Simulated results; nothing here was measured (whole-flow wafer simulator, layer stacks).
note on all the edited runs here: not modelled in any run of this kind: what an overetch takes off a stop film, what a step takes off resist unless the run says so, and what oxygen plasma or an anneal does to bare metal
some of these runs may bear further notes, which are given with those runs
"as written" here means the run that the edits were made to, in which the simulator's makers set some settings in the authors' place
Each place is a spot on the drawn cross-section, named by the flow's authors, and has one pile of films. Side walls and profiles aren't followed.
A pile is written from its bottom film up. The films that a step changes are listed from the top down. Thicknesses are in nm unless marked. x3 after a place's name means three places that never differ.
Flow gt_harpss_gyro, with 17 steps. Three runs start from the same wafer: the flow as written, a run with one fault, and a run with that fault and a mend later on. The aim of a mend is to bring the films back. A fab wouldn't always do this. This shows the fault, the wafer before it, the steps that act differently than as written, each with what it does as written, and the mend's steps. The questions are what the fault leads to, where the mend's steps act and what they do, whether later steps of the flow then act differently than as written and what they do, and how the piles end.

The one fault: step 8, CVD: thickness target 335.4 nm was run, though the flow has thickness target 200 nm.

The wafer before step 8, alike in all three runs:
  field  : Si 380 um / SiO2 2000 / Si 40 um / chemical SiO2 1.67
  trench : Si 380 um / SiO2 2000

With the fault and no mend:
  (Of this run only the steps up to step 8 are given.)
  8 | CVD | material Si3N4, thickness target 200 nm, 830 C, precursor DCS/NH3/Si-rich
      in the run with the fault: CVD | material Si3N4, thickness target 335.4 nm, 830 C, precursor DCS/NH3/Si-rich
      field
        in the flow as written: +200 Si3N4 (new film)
        in the run with the fault: +335.4 Si3N4 (new film)
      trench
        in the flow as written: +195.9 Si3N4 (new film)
        in the run with the fault: +327.5 Si3N4 (new film)
  Once step 8 is done, the piles at field, trench depart from the flow's by more than 2% or 0.5 nm, whichever is larger.
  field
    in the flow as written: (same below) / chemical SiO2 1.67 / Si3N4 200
    in the run with the fault: (same below) / chemical SiO2 1.67 / Si3N4 335.4
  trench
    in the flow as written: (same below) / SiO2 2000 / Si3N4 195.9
    in the run with the fault: (same below) / SiO2 2000 / Si3N4 327.5

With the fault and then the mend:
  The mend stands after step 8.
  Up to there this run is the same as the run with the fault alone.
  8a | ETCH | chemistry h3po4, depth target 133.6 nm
      field, trench
        -133.6 Si3N4
  Every later step of the flow that is run acts as written at every place that is followed.
  The piles end only slightly different from the flow's at the places that both follow, by no more than 2% or 0.5 nm, whichever is larger.
